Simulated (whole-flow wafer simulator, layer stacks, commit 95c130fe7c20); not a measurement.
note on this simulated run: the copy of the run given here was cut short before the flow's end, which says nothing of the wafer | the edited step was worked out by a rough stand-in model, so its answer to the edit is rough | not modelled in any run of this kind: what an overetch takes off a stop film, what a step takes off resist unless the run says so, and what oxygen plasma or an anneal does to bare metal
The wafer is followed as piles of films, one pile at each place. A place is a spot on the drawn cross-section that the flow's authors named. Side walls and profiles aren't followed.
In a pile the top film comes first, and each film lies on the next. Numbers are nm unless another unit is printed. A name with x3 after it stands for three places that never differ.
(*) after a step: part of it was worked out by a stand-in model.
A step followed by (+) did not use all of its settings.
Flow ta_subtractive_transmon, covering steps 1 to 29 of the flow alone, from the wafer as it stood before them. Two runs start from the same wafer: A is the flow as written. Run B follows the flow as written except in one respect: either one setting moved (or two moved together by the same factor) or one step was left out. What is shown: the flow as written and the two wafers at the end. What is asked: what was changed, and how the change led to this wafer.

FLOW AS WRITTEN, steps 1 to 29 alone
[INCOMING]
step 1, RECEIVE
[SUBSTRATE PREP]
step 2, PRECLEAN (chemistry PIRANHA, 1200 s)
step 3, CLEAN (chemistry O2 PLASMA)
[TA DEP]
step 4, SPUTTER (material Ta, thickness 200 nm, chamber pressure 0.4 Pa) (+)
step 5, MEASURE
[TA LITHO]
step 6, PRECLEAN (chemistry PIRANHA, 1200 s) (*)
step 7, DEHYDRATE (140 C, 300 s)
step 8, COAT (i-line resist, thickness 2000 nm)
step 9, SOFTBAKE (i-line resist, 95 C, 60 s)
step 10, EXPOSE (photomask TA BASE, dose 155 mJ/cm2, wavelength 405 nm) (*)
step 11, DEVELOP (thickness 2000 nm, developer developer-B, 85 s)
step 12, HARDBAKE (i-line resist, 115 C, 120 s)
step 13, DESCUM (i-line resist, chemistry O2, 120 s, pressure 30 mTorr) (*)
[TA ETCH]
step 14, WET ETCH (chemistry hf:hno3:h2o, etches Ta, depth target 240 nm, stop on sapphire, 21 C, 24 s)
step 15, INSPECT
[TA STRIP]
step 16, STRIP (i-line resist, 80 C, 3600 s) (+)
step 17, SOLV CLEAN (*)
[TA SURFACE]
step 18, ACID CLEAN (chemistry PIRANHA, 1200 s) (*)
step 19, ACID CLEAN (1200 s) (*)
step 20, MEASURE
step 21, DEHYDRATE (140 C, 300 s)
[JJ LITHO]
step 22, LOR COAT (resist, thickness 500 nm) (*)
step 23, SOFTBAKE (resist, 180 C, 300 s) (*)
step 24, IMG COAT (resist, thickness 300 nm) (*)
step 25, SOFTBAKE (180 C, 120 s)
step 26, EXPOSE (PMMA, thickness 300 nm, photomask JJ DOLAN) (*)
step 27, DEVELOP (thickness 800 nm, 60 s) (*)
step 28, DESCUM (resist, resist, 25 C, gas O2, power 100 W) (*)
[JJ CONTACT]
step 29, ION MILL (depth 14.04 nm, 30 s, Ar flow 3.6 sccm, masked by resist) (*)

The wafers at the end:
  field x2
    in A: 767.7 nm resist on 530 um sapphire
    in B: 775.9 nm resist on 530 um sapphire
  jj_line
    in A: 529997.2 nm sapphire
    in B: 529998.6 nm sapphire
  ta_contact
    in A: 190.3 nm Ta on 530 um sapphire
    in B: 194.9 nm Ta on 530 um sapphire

The reason: step 29, ION MILL: depth 7.159 nm was run, though the flow has depth 14.04 nm; step 29, ION MILL: 15.3 s was run, where the flow has 30 s.

How this came from the change, step by step:
  step 29, ION MILL (depth 14.04 nm, 30 s, Ar flow 3.6 sccm, masked by resist) (*)
      field x2, ta_pad: A resist loses 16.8 | B resist loses 8.56
      jj_line, lead: A sapphire loses 2.8 | B sapphire loses 1.43
      (also at 1 further place)
